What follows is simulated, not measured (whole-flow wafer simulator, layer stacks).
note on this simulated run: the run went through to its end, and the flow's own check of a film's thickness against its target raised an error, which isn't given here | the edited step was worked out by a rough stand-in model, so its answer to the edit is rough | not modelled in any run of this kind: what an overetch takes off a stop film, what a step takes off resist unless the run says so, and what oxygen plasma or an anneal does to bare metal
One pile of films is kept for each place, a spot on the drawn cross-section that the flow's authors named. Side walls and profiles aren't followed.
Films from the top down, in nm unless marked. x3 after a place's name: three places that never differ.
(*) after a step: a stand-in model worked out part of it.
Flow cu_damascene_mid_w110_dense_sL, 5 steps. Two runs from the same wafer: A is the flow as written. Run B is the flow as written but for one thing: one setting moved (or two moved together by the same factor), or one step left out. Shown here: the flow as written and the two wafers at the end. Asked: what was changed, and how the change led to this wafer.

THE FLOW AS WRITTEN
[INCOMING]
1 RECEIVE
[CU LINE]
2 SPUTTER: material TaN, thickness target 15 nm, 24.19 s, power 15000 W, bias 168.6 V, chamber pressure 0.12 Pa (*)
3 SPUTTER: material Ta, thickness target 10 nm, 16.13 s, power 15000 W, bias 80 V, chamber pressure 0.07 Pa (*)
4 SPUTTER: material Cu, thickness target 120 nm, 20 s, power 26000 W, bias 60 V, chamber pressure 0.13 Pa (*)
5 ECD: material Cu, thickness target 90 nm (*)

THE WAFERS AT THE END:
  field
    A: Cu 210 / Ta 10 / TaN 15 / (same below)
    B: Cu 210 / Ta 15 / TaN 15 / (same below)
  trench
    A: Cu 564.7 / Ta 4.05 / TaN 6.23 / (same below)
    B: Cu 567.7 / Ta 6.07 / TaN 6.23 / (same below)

The cause: step 3, SPUTTER: 24.2 s was run, where the flow has 16.13 s.

How the change led to this, step by step:
  3 SPUTTER: material Ta, thickness target 10 nm, 16.13 s, power 15000 W, bias 80 V, chamber pressure 0.07 Pa (*)
      field: A Ta +10 (new film) | B Ta +15 (new film)
      trench: A Ta +4.05 (new film) | B Ta +6.07 (new film)
